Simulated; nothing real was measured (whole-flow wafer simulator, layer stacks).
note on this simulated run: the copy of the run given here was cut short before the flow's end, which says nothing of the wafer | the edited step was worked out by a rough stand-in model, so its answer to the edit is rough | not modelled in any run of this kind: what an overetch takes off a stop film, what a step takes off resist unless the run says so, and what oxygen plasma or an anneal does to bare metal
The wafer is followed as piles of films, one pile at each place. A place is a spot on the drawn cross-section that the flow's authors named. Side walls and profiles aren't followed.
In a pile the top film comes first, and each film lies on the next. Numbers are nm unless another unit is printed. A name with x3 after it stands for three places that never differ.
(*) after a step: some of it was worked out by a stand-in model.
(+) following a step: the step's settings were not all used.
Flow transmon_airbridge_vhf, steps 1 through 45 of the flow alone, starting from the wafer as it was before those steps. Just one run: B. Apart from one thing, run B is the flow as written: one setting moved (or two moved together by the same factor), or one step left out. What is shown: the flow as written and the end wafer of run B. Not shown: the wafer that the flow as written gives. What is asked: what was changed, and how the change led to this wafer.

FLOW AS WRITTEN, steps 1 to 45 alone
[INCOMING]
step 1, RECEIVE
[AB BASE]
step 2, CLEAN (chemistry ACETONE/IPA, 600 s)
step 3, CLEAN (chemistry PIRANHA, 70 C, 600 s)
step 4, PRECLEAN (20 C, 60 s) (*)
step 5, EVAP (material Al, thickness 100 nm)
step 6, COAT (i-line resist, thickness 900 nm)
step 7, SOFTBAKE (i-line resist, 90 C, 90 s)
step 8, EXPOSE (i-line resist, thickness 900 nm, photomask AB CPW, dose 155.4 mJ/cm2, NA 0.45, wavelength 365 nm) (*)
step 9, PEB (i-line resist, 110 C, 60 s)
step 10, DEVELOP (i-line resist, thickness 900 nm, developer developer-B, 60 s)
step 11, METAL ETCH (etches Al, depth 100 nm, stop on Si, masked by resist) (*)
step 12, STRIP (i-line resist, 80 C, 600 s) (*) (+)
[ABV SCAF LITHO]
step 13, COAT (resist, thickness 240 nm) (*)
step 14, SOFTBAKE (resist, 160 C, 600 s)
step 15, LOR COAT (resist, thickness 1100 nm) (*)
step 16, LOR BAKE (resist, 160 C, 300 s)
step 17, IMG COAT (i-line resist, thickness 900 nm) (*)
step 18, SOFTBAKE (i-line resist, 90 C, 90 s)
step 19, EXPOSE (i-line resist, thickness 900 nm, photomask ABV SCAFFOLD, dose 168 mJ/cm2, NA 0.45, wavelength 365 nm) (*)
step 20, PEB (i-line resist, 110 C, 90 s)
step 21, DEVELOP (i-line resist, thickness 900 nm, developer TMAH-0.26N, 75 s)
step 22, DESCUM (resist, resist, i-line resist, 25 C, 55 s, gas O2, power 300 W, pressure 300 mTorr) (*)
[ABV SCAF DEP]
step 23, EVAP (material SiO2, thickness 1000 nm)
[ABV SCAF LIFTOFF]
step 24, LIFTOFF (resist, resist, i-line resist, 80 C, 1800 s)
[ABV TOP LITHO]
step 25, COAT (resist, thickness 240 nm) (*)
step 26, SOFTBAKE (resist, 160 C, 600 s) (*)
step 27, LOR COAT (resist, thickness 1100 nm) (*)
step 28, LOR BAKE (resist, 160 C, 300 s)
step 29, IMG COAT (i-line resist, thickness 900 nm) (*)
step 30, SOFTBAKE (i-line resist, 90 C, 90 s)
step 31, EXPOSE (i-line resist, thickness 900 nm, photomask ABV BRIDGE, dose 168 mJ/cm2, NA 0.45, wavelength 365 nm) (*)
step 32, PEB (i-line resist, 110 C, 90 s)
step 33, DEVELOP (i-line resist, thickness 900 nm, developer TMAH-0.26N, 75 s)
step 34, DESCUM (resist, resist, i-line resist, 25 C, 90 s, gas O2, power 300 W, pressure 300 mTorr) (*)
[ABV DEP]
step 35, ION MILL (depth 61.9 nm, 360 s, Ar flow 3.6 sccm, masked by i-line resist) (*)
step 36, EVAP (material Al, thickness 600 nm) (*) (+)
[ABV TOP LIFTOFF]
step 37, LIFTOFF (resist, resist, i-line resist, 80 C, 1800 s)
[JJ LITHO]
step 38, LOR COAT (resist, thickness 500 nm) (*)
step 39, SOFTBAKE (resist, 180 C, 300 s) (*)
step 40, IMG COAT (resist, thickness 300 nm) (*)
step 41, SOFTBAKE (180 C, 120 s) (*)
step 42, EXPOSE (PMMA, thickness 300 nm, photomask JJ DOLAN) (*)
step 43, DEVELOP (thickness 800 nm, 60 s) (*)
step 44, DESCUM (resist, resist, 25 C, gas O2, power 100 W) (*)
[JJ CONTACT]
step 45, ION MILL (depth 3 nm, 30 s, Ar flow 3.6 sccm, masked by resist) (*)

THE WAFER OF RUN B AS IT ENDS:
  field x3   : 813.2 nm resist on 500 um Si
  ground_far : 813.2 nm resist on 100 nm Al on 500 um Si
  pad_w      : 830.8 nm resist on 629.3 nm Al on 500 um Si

Cause: step 40, IMG COAT: thickness 345 nm was run, whereas the flow has thickness 300 nm.

How this came from the change, step by step:
  step 40, IMG COAT (resist, thickness 300 nm) (*)
      field x3, jj_line, ground_far, trace_open_s x2: +345 resist (in the flow as written it would be: +300 resist)
      pad_w, pad_e: +345.6 resist (in the flow as written it would be: +300.1 resist)
      (also at 8 further places)
  step 43, DEVELOP (thickness 800 nm, 60 s) (*)
      jj_line: -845 resist (all of it) (in the flow as written it would be: -800 resist (all of it))
